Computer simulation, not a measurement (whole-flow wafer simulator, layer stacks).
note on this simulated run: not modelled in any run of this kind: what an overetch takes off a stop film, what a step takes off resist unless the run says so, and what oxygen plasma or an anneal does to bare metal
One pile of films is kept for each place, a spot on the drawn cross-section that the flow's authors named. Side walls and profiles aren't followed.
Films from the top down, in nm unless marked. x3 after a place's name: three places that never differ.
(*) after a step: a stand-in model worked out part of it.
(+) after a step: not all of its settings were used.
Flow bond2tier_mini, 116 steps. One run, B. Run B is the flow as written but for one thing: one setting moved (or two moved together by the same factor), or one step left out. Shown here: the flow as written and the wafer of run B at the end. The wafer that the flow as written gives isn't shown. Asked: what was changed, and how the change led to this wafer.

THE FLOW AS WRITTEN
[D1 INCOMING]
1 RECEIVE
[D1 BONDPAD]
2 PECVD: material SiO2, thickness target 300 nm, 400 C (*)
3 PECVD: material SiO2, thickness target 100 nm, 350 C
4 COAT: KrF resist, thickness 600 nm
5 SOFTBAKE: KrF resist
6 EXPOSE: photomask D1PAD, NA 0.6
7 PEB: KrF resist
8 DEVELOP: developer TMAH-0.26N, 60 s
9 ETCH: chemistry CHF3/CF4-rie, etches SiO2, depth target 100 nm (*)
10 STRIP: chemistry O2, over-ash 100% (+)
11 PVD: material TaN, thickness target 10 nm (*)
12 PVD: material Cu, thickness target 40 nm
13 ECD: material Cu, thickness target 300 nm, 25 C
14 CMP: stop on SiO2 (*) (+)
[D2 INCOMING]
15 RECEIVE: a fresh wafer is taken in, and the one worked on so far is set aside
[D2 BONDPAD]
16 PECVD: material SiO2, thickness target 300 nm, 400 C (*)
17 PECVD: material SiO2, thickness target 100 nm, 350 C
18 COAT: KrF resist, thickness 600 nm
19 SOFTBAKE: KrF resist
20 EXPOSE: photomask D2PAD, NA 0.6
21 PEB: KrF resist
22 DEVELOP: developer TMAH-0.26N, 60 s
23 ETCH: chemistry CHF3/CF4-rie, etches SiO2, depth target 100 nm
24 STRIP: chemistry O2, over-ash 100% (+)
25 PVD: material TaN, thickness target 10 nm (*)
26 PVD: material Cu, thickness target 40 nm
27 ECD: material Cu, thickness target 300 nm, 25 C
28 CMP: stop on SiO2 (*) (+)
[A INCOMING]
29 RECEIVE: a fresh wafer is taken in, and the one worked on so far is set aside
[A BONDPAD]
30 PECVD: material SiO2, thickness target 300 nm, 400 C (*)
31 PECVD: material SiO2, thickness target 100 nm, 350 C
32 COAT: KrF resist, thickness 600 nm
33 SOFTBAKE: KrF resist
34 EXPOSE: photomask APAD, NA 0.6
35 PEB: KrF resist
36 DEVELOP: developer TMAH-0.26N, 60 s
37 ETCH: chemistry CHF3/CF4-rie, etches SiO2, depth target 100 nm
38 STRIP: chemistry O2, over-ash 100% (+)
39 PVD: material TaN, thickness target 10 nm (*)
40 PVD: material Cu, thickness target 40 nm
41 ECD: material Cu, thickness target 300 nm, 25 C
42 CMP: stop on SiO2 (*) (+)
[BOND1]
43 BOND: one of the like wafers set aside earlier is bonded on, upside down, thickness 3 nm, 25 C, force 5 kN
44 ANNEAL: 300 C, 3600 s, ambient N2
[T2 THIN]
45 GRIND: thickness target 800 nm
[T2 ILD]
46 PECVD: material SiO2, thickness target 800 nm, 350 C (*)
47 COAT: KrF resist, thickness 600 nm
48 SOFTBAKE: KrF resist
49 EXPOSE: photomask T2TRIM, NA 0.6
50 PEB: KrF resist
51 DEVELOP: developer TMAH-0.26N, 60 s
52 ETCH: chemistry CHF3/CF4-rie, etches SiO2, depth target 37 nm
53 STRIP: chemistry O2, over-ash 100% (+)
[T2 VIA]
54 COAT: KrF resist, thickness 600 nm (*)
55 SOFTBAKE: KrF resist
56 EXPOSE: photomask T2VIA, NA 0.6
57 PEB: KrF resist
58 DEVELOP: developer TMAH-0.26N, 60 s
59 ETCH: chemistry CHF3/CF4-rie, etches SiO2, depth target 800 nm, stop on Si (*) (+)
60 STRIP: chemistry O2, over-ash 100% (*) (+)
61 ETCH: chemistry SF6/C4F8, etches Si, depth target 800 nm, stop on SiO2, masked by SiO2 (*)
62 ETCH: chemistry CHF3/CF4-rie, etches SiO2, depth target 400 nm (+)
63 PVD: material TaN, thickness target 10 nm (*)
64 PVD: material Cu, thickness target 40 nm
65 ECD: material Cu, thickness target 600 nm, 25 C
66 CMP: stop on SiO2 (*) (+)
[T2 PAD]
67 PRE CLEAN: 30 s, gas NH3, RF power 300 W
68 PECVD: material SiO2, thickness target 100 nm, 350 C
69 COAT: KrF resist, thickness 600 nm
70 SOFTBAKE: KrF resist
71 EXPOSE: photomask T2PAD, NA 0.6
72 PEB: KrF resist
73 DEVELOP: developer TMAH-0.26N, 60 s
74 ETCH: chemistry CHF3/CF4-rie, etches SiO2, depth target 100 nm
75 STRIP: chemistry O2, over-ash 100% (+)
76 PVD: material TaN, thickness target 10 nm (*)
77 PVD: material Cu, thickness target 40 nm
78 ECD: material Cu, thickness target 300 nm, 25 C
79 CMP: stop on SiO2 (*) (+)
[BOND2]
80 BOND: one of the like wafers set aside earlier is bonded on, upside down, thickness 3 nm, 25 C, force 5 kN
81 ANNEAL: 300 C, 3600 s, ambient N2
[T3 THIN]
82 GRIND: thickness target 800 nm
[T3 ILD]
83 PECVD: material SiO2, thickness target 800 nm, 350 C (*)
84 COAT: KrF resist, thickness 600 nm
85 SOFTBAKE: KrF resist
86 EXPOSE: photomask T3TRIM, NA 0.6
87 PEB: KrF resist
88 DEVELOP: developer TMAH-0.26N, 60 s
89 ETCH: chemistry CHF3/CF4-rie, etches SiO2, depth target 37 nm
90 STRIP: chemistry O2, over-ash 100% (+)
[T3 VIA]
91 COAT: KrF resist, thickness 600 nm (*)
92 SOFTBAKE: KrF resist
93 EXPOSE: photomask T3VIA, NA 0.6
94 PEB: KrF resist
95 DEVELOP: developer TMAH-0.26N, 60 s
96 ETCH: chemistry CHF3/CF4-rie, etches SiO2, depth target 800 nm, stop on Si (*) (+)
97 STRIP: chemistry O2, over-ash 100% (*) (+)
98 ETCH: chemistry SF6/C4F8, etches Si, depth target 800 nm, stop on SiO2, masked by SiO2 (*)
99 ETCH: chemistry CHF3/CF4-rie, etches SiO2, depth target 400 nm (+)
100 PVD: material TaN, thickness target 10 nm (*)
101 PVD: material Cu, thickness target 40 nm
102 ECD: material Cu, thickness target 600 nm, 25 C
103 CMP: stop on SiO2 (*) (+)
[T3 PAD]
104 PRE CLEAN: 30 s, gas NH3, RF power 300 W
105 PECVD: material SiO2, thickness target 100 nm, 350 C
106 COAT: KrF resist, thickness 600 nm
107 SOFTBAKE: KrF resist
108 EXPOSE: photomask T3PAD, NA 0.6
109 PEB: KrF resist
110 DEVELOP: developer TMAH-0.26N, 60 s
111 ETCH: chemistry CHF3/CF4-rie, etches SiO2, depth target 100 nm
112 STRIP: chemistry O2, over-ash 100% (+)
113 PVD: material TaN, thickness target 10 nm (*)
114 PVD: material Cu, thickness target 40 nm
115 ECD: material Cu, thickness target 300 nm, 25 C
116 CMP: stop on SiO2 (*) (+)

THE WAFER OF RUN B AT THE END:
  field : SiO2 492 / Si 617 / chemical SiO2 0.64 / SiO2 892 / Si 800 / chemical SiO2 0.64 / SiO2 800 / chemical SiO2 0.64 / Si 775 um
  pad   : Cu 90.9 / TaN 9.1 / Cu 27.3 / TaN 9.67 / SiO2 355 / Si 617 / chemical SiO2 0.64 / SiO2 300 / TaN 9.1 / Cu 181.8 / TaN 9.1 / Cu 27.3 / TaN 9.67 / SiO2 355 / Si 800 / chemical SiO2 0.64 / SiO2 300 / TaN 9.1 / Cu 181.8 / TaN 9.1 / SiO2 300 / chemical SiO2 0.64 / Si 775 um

The cause: step 82, GRIND: thickness target 617 nm was run, where the flow has thickness target 800 nm.
It can be read off the wafer: field has Si 617, and step 82 as written asks for 800 nm.

How the change led to this, step by step:
  82 GRIND: thickness target 800 nm
      field, pad: Si -774.38 um (as written it would be: Si -774.2 um)
